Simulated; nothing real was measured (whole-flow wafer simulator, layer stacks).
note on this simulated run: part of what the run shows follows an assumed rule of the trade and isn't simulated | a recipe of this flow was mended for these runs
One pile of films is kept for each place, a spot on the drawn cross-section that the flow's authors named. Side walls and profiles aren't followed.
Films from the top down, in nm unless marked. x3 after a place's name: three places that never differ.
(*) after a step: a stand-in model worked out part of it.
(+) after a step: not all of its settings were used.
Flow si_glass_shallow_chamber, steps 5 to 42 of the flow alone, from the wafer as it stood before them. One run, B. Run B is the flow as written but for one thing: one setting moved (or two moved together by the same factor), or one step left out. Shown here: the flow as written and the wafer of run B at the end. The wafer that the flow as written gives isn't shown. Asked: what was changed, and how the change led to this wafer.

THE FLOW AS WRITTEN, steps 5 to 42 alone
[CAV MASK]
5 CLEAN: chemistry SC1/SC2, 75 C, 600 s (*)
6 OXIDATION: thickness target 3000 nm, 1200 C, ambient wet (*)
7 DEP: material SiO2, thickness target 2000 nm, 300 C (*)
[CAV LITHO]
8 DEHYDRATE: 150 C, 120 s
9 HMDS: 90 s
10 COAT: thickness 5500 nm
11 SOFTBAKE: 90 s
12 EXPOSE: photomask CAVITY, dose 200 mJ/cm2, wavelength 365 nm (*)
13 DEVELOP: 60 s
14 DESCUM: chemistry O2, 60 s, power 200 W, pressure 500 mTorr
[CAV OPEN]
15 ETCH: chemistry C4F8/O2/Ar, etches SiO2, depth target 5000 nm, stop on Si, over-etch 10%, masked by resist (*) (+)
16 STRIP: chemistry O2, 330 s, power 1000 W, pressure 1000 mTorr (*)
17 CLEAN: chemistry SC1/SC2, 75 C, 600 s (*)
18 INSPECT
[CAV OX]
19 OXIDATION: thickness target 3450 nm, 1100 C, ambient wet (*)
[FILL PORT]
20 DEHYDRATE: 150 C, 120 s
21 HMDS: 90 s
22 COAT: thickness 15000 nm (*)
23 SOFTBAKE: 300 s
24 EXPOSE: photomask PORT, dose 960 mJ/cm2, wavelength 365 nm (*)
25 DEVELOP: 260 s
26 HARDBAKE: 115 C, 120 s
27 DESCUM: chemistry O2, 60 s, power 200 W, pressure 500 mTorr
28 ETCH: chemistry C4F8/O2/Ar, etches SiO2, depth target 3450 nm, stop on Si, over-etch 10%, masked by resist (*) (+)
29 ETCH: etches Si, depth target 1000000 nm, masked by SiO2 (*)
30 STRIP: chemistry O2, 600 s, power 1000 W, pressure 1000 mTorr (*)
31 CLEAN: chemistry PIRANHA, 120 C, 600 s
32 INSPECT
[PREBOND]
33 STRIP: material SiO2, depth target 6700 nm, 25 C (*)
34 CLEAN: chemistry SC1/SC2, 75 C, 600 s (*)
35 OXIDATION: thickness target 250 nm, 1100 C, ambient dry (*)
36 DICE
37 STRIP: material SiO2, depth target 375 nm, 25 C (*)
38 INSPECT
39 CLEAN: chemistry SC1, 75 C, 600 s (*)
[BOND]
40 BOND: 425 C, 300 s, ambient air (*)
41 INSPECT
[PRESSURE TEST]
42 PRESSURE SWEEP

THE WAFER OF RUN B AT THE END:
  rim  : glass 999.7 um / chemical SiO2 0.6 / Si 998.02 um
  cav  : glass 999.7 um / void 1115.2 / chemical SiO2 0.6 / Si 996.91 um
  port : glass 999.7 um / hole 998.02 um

The cause: step 7, DEP: thickness target 1520 nm was run, where the flow has thickness target 2000 nm.

How the change led to this, step by step:
  7 DEP: material SiO2, thickness target 2000 nm, 300 C (*)
      rim, ramp, cav, port, septum, ring: SiO2 +1520 (as written it would be: SiO2 +2000)
  15 ETCH: chemistry C4F8/O2/Ar, etches SiO2, depth target 5000 nm, stop on Si, over-etch 10%, masked by resist (*) (+)
      rim, ramp, septum, ring: thick-i-line-resist -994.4 (as written it would be: thick-i-line-resist -1100)
      cav, port: SiO2 -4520 (all of it), Si -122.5 (as written it would be: SiO2 -5000 (all of it), Si -62.5)
  16 STRIP: chemistry O2, 330 s, power 1000 W, pressure 1000 mTorr (*)
      rim, ramp, septum, ring: thick-i-line-resist -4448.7 (all of it) (as written it would be: thick-i-line-resist -4343.1 (all of it))
  19 OXIDATION: thickness target 3450 nm, 1100 C, ambient wet (*)
      rim, ramp, septum, ring: SiO2 +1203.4, Si -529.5 (as written it would be: SiO2 +1110.9, Si -488.8)
  22 COAT: thickness 15000 nm (*)
      rim: thick-i-line-resist +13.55 um (new film) (as written it would be: thick-i-line-resist +13.4 um (new film))
      ramp: thick-i-line-resist +13.09 um (new film) (as written it would be: thick-i-line-resist +12.89 um (new film))
      (and at 4 more places)
  23 SOFTBAKE: 300 s
      rim: thick-i-line-resist -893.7 (as written it would be: thick-i-line-resist -997)
      ramp: thick-i-line-resist -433 (as written it would be: thick-i-line-resist -487.1)
      (and at 4 more places)
  25 DEVELOP: 260 s
      port: thick-i-line-resist -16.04 um (all of it) (as written it would be: thick-i-line-resist -16.16 um (all of it))
  26 HARDBAKE: 115 C, 120 s
      rim, ramp: thick-i-line-resist -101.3 (as written it would be: thick-i-line-resist -98.2)
  29 ETCH: etches Si, depth target 1000000 nm, masked by SiO2 (*)
      rim, ramp: thick-i-line-resist -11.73 um (all of it), SiO2 -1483 (as written it would be: thick-i-line-resist -11.47 um (all of it), SiO2 -1617.3)
      port: hole +996.99 um (new film), Si -996.99 um (all of it) (as written it would be: hole +997.05 um (new film), Si -997.05 um (all of it))
      (and at 2 more places)
  30 STRIP: chemistry O2, 600 s, power 1000 W, pressure 1000 mTorr (*)
      cav: thick-i-line-resist -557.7 (all of it) (as written it would be: thick-i-line-resist -669.6 (all of it))
  33 STRIP: material SiO2, depth target 6700 nm, 25 C (*)
      rim, ramp: SiO2 -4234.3 (all of it) (as written it would be: SiO2 -4487.5 (all of it))
      septum: SiO2 -5356.3 (all of it) (as written it would be: SiO2 -5732.1 (all of it))
      (and at 1 more place)
